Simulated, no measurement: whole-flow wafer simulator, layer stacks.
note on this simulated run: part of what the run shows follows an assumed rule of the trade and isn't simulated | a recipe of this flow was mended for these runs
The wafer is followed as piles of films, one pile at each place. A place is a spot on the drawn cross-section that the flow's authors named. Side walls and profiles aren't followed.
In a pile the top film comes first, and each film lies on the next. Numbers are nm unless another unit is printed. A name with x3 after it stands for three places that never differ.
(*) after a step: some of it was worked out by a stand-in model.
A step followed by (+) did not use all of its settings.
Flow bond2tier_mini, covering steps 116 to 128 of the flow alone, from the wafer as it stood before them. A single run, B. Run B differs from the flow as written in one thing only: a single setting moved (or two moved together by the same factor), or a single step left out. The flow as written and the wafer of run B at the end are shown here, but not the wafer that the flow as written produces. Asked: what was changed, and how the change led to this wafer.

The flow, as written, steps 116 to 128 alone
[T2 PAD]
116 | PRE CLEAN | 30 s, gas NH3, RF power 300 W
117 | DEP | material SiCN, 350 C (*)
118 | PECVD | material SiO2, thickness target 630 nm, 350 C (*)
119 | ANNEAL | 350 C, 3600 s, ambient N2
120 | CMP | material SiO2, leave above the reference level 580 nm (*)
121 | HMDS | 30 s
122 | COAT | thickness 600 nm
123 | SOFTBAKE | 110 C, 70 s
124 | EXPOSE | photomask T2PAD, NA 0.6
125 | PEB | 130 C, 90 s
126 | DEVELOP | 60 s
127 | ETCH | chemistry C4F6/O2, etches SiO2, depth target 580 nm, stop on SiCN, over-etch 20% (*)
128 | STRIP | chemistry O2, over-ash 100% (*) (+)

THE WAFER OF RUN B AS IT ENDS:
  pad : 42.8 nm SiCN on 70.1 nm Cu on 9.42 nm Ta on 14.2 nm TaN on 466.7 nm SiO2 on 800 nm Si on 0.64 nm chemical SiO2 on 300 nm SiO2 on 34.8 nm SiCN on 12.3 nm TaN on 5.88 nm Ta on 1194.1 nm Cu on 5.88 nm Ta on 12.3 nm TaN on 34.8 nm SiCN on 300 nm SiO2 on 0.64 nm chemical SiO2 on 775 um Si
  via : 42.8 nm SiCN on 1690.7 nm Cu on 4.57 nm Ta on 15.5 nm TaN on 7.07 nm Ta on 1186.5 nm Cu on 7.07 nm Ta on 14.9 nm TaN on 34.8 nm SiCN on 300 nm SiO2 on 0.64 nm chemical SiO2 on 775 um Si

The reason: step 127, ETCH: depth target 519.1 nm was run, while the flow as written has depth target 580 nm.

How this came from the change, step by step:
  127 | ETCH | chemistry C4F6/O2, etches SiO2, depth target 580 nm, stop on SiCN, over-etch 20% (*)
      pad, via: -580 SiO2 (all of it), -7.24 SiCN (as written it would have been: -580 SiO2 (all of it), -19.6 SiCN)
      field: -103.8 thick-KrF-resist (as written it would have been: -116 thick-KrF-resist)
  128 | STRIP | chemistry O2, over-ash 100% (*) (+)
      field: -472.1 thick-KrF-resist (all of it) (as written it would have been: -459.9 thick-KrF-resist (all of it))
